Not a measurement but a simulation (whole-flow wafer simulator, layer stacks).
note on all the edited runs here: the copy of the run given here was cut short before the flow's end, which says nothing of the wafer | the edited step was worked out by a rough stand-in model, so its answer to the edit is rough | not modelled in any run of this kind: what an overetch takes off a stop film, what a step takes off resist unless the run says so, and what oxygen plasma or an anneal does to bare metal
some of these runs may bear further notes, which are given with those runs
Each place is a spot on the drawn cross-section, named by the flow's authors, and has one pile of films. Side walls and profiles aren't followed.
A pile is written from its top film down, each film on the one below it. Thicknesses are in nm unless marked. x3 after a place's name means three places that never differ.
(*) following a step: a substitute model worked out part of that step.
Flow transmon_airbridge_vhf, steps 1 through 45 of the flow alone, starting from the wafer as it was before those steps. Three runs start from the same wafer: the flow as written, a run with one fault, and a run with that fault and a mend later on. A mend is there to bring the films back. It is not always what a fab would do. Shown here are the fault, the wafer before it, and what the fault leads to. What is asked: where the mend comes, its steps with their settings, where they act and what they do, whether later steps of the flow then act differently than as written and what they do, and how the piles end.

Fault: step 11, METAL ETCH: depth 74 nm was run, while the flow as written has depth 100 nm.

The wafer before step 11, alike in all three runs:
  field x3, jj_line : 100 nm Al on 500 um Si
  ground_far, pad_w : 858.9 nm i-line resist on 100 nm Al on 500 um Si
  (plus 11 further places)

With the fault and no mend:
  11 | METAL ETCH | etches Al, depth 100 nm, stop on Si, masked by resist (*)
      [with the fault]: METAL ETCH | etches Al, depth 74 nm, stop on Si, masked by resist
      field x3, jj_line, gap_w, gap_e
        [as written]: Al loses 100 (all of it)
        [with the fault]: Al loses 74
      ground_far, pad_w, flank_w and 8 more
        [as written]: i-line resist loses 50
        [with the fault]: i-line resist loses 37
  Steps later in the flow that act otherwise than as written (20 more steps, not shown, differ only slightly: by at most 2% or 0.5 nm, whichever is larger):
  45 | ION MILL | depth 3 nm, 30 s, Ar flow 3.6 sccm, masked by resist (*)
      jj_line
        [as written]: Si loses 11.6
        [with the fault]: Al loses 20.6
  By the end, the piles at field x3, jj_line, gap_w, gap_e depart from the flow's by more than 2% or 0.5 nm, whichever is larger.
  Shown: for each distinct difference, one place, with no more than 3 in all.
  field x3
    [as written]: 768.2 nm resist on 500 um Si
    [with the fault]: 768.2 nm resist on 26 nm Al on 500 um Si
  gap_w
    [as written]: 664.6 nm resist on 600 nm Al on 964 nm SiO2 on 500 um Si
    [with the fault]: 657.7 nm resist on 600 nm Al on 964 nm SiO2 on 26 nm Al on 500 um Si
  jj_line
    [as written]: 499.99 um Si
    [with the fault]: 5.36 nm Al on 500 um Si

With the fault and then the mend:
  After step 11 comes the mend.
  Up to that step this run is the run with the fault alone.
  11a | METAL ETCH | etches Al, depth 26 nm, stop on Si, masked by resist (*) (a further turn of the flow's step 11, with different settings)
      ground_far, pad_w, flank_w and 8 more
        i-line resist loses 13
      field x3, jj_line, gap_w, gap_e
        Al loses 26 (all of it)
  Every later step of the flow that is run acts as written at every place that is followed.
  At every place that both follow, the piles at the end match the flow's.
